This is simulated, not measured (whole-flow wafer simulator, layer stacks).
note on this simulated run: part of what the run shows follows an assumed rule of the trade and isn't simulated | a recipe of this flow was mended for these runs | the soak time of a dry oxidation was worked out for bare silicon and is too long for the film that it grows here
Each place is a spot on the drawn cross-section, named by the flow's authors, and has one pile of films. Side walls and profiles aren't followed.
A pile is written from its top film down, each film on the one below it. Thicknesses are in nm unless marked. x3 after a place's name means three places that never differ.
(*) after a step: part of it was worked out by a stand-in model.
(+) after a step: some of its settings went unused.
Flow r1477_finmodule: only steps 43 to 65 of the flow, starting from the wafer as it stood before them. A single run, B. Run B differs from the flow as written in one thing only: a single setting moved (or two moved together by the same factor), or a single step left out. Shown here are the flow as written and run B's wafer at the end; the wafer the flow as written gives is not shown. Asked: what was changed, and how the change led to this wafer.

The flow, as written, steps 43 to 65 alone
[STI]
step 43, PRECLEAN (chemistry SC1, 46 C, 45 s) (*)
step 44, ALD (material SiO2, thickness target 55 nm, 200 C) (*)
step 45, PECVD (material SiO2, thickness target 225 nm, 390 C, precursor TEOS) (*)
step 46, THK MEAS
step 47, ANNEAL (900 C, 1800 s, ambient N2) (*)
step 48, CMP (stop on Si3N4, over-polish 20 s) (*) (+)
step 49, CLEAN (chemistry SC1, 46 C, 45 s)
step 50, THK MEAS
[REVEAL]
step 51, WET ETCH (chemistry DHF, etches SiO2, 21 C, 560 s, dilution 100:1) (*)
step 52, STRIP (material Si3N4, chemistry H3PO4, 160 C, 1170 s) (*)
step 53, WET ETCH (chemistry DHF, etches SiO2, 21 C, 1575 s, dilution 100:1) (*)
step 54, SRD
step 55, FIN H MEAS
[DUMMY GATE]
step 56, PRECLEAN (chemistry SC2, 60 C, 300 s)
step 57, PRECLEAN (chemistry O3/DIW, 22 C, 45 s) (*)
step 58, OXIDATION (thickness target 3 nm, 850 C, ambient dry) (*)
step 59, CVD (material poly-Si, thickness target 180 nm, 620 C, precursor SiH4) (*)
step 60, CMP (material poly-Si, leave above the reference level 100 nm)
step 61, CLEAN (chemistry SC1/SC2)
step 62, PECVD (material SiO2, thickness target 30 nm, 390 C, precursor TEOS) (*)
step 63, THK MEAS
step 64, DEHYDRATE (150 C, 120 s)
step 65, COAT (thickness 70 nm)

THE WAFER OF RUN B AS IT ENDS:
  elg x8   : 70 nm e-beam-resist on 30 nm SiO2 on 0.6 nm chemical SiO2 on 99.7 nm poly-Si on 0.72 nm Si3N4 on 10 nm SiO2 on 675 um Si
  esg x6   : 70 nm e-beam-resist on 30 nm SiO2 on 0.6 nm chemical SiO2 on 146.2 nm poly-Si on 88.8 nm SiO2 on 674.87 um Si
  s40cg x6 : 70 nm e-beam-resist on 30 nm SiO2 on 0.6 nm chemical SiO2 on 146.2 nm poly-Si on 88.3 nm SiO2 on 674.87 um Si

What caused this: step 51, WET ETCH: 383 s was run, though the flow has 560 s.

How this came from the change, step by step:
  step 51, WET ETCH (chemistry DHF, etches SiO2, 21 C, 560 s, dilution 100:1) (*)
      elg x8: -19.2 SiO2 (as written it would have been: -22.3 SiO2 (all of it), -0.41 Si3N4)
      esg x6, e200sg x2, s40cg x6, s40sg x6: -19.2 SiO2 (as written it would have been: -28.1 SiO2)
      (and at 2 other places as well)
  step 52, STRIP (material Si3N4, chemistry H3PO4, 160 C, 1170 s) (*)
      elg x8: -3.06 SiO2 (all of it), -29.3 Si3N4 (as written it would have been: -33.9 Si3N4 (all of it), -2.15 SiO2)
  step 53, WET ETCH (chemistry DHF, etches SiO2, 21 C, 1575 s, dilution 100:1) (*)
      elg x8: -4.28 Si3N4 (as written it would have been: -7.85 SiO2 (all of it))
  step 57, PRECLEAN (chemistry O3/DIW, 22 C, 45 s) (*)
      elg x8: nothing (as written it would have been: +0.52 chemical SiO2, -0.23 Si)
  step 58, OXIDATION (thickness target 3 nm, 850 C, ambient dry) (*)
      elg x8: nothing (as written it would have been: +3 SiO2 (new film), -0.85 chemical SiO2 (all of it), -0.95 Si)
  step 59, CVD (material poly-Si, thickness target 180 nm, 620 C, precursor SiH4) (*)
      s40cg x6, s40sg x6: +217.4 poly-Si (new film) (as written it would have been: +226.3 poly-Si (new film))
  step 60, CMP (material poly-Si, leave above the reference level 100 nm)
      s40cg x6, s40sg x6, s40sg_line x6: -71 poly-Si (as written it would have been: -80 poly-Si)
